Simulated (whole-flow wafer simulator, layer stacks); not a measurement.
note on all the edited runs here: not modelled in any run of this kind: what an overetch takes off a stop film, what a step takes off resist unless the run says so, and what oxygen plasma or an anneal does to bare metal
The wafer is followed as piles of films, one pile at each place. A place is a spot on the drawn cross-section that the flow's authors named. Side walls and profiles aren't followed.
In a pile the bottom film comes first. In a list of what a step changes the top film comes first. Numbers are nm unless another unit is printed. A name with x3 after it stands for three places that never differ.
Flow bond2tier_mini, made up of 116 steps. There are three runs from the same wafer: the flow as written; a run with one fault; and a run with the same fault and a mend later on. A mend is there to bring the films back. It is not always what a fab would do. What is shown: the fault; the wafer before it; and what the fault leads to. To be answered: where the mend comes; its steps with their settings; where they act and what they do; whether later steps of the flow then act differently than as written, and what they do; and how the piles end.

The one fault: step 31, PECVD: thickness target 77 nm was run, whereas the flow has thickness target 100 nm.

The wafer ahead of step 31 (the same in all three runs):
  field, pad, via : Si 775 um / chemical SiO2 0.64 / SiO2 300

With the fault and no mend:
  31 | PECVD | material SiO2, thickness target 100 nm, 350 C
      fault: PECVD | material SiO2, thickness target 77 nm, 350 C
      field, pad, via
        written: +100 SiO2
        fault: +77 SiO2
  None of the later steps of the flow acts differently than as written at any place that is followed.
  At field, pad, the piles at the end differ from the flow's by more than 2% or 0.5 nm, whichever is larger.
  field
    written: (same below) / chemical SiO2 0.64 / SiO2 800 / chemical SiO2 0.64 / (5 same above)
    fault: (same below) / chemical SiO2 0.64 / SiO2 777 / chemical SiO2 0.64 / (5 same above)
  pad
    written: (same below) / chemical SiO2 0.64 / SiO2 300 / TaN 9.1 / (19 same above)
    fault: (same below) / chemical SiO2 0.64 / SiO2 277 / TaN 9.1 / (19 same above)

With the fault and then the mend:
  The mend follows step 31.
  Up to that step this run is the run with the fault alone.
  31a | PECVD | material SiO2, thickness target 23 nm, 350 C (the flow's step 31, run once more with other settings)
      field, pad, via
        +23 SiO2
  None of the later steps of the flow acts differently than as written at any place that is followed.
  At every place that both follow, the piles at the end match the flow's.
